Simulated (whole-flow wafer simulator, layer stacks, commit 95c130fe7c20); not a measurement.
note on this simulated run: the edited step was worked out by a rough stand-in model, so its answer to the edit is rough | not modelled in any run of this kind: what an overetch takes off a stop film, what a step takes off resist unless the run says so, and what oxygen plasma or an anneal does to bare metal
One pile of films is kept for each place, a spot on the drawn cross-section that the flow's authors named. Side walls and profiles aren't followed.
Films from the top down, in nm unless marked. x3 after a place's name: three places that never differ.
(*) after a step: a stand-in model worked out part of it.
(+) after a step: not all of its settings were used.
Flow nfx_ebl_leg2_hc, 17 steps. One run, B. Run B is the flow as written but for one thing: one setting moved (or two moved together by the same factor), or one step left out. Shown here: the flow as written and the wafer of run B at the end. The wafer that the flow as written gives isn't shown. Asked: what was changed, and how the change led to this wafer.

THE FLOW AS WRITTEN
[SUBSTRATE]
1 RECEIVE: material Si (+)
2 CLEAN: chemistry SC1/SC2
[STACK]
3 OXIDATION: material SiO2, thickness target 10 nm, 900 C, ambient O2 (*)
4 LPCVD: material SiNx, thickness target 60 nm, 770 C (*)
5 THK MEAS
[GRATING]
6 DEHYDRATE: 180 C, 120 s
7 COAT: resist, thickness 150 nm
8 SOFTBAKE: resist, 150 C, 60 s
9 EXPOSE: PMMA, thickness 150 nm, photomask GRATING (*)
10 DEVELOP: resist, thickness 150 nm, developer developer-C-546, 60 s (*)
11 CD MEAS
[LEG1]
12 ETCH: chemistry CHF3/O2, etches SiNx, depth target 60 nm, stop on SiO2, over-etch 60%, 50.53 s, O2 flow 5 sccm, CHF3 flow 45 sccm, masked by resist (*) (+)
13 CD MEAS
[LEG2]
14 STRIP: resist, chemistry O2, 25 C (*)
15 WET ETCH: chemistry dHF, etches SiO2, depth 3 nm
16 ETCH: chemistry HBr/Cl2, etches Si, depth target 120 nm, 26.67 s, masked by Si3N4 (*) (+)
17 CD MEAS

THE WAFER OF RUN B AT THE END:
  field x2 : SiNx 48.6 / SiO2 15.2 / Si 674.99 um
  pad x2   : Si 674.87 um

The cause: step 3, OXIDATION: thickness target 15.2 nm was run, where the flow has thickness target 10 nm.
It can be read off the wafer: field x2 has SiO2 15.2, and step 3 as written asks for 10 nm.

How the change led to this, step by step:
  3 OXIDATION: material SiO2, thickness target 10 nm, 900 C, ambient O2 (*)
      field x2, pad x2: SiO2 +15.2 (new film), chemical SiO2 -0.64 (all of it), Si -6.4 (as written it would be: SiO2 +10 (new film), chemical SiO2 -0.64 (all of it), Si -4.12)
  12 ETCH: chemistry CHF3/O2, etches SiNx, depth target 60 nm, stop on SiO2, over-etch 60%, 50.53 s, O2 flow 5 sccm, CHF3 flow 45 sccm, masked by resist (*) (+)
      pad x2: SiNx -60 (all of it), SiO2 -15.2 (all of it) (as written it would be: SiNx -60 (all of it), SiO2 -10 (all of it))
